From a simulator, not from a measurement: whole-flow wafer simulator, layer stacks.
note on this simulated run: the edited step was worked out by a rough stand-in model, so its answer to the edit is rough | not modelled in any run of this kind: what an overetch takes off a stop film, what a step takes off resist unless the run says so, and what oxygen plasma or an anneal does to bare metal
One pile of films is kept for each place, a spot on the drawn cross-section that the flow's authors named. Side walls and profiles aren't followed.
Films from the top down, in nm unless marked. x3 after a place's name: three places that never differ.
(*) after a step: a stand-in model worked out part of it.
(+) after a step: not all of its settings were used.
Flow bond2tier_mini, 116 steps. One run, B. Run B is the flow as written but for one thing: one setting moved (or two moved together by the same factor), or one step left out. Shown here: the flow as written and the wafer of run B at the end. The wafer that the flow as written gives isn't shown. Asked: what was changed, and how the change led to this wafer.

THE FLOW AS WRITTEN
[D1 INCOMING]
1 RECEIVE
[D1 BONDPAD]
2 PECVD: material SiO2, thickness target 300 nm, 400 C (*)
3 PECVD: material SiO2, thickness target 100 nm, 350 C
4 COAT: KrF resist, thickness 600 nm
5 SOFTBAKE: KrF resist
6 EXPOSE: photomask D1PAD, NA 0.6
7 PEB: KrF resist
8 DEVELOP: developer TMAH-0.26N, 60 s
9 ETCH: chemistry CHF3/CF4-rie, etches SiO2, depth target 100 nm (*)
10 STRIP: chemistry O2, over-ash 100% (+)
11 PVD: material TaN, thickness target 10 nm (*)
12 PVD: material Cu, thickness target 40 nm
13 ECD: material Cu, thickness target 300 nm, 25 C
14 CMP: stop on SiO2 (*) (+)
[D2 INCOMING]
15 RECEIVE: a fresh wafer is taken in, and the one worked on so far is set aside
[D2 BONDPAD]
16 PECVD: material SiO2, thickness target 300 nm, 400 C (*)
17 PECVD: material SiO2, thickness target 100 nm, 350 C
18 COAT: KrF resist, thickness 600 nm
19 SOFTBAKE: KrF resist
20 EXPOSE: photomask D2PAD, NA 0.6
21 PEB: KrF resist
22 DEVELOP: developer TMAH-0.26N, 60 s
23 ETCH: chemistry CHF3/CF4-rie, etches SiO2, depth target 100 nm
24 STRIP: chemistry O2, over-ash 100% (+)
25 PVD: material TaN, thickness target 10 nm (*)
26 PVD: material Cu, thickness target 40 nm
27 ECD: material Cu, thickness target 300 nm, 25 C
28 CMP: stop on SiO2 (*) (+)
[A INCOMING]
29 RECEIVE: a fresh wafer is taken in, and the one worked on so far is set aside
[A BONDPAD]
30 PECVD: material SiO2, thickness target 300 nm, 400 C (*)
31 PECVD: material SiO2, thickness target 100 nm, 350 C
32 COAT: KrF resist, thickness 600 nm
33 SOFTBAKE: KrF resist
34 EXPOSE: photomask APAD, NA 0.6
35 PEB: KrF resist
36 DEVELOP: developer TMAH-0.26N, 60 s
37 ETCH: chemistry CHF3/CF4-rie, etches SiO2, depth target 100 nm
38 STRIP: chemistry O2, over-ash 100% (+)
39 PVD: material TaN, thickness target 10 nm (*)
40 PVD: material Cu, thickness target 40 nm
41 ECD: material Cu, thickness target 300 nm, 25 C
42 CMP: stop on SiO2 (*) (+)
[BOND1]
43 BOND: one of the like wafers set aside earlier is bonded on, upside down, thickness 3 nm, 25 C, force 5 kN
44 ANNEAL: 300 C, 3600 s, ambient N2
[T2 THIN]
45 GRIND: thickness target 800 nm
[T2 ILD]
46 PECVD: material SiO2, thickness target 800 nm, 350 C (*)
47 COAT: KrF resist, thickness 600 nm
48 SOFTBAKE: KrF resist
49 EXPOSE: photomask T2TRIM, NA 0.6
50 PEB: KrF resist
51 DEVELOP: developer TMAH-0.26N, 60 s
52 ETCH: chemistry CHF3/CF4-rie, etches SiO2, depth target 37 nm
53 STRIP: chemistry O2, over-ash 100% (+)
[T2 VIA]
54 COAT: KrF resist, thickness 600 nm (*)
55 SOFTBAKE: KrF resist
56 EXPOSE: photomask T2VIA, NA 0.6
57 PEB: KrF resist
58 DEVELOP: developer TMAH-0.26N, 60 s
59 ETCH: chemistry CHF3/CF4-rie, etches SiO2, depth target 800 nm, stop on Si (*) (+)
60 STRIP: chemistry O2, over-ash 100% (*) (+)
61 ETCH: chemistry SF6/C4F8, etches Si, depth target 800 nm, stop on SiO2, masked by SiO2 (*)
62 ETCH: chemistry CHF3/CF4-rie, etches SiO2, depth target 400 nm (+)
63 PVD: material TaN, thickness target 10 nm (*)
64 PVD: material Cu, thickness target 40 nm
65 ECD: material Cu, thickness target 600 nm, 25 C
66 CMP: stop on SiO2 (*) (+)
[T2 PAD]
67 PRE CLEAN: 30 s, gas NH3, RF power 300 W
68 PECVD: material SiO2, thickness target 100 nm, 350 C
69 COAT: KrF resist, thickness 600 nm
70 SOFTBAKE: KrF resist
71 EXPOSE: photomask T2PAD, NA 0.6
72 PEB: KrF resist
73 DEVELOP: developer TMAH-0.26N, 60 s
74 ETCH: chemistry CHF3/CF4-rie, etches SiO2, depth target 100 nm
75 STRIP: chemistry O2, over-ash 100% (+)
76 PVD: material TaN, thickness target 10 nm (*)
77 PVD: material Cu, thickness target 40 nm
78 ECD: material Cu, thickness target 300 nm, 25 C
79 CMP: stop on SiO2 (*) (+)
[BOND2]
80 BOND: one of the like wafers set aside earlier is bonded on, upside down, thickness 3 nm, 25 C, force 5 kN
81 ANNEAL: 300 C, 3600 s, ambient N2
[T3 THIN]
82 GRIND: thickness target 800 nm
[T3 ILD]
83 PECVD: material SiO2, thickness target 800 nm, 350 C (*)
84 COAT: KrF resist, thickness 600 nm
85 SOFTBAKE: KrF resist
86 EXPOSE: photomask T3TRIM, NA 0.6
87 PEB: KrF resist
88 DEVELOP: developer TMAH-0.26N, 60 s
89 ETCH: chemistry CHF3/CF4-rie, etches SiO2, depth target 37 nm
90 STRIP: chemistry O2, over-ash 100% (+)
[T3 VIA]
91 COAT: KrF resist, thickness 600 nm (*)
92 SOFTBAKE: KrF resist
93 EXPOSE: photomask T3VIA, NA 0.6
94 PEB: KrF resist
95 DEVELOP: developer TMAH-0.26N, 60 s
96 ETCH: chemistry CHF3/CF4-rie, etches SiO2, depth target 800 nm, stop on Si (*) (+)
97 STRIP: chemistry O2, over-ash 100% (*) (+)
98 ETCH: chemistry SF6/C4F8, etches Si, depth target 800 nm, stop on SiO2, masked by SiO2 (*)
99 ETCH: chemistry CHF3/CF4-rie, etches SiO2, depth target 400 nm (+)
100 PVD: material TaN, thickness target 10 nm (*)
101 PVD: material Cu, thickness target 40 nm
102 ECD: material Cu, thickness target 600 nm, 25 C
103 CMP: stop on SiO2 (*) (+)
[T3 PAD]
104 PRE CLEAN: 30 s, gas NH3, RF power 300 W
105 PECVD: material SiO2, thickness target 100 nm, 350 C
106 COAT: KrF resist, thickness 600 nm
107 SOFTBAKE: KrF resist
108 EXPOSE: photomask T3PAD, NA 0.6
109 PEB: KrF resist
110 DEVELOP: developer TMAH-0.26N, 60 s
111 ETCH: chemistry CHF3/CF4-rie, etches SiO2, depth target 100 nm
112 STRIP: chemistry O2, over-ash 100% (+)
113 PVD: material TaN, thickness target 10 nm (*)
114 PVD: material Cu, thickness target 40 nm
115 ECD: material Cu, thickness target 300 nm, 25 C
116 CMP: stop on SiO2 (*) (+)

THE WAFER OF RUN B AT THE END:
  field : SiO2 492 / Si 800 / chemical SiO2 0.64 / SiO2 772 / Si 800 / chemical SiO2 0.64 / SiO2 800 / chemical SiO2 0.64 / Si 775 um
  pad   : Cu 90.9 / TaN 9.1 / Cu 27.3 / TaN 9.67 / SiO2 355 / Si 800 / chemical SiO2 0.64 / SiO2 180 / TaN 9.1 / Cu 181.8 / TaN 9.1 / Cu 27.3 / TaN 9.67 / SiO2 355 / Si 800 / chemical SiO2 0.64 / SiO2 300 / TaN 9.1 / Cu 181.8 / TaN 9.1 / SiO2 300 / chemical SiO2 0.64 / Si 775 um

The cause: step 16, PECVD: thickness target 180 nm was run, where the flow has thickness target 300 nm.
It can be read off the wafer: pad has SiO2 180, and step 16 as written asks for 300 nm.

How the change led to this, step by step:
  16 PECVD: material SiO2, thickness target 300 nm, 400 C (*)
      field, pad, via: SiO2 +180 (new film) (as written it would be: SiO2 +300 (new film))
  80 BOND: one of the like wafers set aside earlier is bonded on, upside down, thickness 3 nm, 25 C, force 5 kN
      field: Si +775 um (new film), chemical SiO2 +0.64 (new film), SiO2 +280 (as written it would be: Si +775 um (new film), chemical SiO2 +0.64 (new film), SiO2 +400)
      pad: Si +775 um (new film), chemical SiO2 +0.64 (new film), SiO2 +180 (new film), TaN +9.1 (new film), Cu +90.9 (as written it would be: Si +775 um (new film), chemical SiO2 +0.64 (new film), SiO2 +300 (new film), TaN +9.1 (new film), Cu +90.9)
